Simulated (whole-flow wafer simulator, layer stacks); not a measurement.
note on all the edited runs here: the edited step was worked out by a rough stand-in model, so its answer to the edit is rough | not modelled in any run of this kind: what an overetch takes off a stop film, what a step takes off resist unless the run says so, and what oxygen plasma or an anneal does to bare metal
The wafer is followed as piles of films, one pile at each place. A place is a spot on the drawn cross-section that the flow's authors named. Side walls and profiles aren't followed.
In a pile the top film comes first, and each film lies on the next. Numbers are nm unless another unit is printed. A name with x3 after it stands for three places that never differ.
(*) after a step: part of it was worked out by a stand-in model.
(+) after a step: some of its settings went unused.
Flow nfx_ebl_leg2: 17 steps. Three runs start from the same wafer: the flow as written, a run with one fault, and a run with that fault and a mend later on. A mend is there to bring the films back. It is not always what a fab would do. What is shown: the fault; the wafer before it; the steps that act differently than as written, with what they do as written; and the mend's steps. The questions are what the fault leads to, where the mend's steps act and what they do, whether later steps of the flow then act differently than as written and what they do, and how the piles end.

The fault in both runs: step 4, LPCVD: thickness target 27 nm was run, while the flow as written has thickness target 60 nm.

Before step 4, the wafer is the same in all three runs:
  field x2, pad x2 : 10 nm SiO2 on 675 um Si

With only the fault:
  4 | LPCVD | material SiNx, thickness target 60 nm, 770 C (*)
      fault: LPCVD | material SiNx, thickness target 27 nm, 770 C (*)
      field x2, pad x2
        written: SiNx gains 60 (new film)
        fault: SiNx gains 27 (new film)
  Steps further on in the flow that do not act as written:
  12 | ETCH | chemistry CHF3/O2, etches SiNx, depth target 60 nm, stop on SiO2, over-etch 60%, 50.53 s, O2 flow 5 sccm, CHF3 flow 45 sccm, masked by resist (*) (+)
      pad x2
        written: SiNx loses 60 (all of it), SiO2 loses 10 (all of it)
        fault: SiNx loses 27 (all of it), SiO2 loses 10 (all of it)
  By the end, the piles at field x2 depart from the flow's by more than 2% or 0.5 nm, whichever is larger.
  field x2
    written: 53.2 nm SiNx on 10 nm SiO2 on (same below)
    fault: 20.2 nm SiNx on 10 nm SiO2 on (same below)

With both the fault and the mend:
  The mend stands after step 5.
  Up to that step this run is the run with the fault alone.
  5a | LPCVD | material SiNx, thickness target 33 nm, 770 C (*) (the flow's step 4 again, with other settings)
      field x2, pad x2
        SiNx gains 33
  Later steps of the flow that are run all act as written at every place that is followed.
  At every place that both follow, the piles at the end match the flow's.
